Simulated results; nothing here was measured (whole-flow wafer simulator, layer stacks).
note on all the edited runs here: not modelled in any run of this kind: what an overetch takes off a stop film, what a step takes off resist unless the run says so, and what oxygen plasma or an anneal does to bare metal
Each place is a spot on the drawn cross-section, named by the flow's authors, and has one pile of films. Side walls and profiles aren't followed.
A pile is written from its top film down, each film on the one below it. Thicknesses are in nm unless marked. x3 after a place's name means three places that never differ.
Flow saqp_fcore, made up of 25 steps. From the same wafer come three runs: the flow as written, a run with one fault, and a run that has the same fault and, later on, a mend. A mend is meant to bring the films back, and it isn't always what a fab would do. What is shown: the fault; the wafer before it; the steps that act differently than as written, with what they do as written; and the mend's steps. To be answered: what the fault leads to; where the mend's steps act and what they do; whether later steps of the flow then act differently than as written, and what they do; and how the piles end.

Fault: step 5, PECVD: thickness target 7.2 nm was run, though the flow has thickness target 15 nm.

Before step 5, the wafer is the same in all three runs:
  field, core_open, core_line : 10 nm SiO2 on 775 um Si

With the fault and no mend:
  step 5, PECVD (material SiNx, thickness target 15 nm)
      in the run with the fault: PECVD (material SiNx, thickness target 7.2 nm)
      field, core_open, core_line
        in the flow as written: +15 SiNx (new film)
        in the run with the fault: +7.2 SiNx (new film)
  Every later step of the flow that is run acts as written at every place that is followed.
  At field, core_open, core_line, the piles at the end differ from the flow's by more than 2% or 0.5 nm, whichever is larger.
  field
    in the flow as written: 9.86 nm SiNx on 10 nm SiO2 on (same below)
    in the run with the fault: 2.06 nm SiNx on 10 nm SiO2 on (same below)
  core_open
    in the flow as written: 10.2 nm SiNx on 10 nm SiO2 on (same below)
    in the run with the fault: 2.38 nm SiNx on 10 nm SiO2 on (same below)
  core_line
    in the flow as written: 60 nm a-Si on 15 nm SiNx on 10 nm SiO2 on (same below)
    in the run with the fault: 60 nm a-Si on 7.2 nm SiNx on 10 nm SiO2 on (same below)

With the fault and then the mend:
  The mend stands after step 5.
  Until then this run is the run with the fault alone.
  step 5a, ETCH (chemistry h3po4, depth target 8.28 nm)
      field, core_open, core_line
        -7.2 SiNx (all of it)
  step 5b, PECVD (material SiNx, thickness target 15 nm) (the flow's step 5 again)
      field, core_open, core_line
        +15 SiNx (new film)
  Every later step of the flow that is run acts as written at every place that is followed.
  At every place that both follow, the piles at the end match the flow's.
